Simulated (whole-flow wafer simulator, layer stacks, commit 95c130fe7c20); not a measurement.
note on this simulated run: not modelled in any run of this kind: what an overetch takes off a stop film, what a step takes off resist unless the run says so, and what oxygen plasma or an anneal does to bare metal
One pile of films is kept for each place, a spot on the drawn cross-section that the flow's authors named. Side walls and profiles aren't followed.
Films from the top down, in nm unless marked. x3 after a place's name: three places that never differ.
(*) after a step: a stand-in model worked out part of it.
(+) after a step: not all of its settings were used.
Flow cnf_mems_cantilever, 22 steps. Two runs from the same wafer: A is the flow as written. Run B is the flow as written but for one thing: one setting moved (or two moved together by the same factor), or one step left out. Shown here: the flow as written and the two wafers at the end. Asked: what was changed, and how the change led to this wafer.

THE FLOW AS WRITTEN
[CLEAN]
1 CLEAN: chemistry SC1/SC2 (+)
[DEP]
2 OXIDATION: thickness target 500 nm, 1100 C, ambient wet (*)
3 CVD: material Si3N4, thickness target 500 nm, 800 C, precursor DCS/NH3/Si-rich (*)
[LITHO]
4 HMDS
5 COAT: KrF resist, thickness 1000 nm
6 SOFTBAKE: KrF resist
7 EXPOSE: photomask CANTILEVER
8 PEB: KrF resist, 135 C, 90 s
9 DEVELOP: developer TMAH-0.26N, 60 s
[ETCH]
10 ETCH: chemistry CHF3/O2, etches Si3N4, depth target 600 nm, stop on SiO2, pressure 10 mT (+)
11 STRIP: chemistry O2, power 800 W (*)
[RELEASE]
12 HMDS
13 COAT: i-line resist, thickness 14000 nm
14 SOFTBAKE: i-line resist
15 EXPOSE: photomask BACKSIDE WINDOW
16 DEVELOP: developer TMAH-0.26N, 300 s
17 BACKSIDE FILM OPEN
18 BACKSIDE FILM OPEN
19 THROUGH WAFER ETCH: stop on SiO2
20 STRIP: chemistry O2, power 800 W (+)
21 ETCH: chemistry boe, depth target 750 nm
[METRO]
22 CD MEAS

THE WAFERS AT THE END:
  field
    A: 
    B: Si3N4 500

The cause: step 10, ETCH: chemistry CHF3/O2, etches Si3N4, depth target 600 nm, stop on SiO2, pressure 10 mT (+), was left out.

How the change led to this, step by step:
  11 STRIP: chemistry O2, power 800 W (*)
      beam: A KrF resist -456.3 (all of it) | B KrF resist -978 (all of it)
